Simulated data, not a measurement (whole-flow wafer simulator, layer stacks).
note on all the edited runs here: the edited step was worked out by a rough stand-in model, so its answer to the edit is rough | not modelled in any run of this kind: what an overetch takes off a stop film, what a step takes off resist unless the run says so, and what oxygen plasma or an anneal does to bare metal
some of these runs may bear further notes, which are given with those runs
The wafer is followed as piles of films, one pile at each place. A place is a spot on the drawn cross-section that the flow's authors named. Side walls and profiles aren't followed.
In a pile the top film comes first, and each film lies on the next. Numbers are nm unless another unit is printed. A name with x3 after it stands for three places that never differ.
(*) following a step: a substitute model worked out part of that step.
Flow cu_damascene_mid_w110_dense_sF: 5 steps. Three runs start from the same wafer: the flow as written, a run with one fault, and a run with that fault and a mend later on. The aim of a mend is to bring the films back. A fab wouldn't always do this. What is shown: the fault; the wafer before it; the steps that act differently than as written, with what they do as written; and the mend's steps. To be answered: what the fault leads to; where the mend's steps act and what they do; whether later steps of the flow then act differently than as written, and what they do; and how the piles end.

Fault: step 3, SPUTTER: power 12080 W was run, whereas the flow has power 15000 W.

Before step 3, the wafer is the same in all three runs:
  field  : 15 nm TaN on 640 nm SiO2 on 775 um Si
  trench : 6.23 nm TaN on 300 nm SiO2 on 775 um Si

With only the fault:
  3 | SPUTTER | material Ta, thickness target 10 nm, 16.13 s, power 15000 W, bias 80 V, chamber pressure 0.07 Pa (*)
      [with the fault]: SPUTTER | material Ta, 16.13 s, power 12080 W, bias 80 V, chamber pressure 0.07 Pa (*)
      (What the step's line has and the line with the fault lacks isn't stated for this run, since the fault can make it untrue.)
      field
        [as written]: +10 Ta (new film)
        [with the fault]: +8.05 Ta (new film)
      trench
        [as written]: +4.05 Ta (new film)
        [with the fault]: +3.13 Ta (new film)
  None of the later steps of the flow differs from how it acts as written, at any place that is followed, by more than 2% or 0.5 nm, whichever is larger.
  At field, trench, the piles at the end differ from the flow's by more than 2% or 0.5 nm, whichever is larger.
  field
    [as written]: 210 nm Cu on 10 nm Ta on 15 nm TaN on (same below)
    [with the fault]: 210 nm Cu on 8.05 nm Ta on 15 nm TaN on (same below)
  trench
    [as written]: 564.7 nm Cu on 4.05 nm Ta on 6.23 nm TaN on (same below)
    [with the fault]: 563.7 nm Cu on 3.13 nm Ta on 6.23 nm TaN on (same below)

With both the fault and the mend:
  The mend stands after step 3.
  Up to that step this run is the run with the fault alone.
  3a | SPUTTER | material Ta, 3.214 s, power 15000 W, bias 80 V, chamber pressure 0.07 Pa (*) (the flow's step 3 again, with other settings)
      field
        +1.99 Ta
      trench
        +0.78 Ta
  None of the later steps of the flow differs from how it acts as written, at any place that is followed, by more than 2% or 0.5 nm, whichever is larger.
  When the end is reached, the piles differ only a little from the flow's at the places that both follow, at most by 2% or 0.5 nm, whichever is larger.
